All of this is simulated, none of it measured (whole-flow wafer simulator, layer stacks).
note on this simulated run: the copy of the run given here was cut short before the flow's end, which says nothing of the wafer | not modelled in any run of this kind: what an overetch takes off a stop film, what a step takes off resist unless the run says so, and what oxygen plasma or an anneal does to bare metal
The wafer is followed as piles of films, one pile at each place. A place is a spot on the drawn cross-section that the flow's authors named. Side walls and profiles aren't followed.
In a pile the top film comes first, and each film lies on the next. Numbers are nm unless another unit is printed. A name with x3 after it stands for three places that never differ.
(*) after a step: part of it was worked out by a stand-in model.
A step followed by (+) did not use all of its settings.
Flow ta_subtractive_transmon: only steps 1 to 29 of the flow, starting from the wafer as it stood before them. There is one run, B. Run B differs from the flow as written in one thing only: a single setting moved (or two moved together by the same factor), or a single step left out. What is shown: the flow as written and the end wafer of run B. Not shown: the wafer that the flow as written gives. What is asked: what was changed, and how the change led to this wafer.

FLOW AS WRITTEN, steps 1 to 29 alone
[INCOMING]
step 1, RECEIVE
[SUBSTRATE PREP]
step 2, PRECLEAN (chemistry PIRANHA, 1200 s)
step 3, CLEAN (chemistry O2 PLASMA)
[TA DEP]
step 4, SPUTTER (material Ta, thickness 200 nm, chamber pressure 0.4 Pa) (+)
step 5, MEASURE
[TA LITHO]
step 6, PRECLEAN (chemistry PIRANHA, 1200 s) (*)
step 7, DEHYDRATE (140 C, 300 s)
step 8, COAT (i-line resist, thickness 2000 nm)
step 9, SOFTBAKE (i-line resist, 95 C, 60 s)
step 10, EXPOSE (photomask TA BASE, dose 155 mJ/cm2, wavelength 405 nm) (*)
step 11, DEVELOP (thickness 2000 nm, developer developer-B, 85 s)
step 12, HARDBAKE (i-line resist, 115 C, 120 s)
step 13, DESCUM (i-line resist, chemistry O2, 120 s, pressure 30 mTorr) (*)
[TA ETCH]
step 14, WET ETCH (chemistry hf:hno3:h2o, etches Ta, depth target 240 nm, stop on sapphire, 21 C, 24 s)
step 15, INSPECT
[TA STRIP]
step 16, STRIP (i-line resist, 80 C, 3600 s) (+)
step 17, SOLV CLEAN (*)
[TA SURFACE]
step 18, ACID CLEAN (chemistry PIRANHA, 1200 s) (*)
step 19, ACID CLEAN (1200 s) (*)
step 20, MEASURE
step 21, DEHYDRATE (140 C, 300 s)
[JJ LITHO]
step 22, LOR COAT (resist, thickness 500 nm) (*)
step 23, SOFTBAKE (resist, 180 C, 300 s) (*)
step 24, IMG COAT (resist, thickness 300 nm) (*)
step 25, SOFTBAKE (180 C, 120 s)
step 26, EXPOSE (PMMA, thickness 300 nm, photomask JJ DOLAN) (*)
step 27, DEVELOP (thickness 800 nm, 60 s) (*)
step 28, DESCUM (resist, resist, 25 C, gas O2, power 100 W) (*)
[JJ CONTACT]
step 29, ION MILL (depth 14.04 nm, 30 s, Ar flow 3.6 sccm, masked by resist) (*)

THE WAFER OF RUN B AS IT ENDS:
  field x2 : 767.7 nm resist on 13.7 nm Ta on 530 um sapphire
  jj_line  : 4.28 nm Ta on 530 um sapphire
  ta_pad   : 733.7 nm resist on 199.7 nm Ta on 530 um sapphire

Cause: step 14, WET ETCH: 18.6 s was run, while the flow as written has 24 s.

Step by step, how the change led to this:
  step 14, WET ETCH (chemistry hf:hno3:h2o, etches Ta, depth target 240 nm, stop on sapphire, 21 C, 24 s)
      field x2, jj_line, lead: Ta loses 186 (in the flow as written it would be: Ta loses 200 (all of it))
  step 29, ION MILL (depth 14.04 nm, 30 s, Ar flow 3.6 sccm, masked by resist) (*)
      jj_line, lead: Ta loses 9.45 (in the flow as written it would be: sapphire loses 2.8)
If metal films that touch count as one body, field x2 has 1 body; the flow as written gives 0 bodies.
If metal films that touch count as one body, jj_line has 1 body; the flow as written gives 0 bodies.
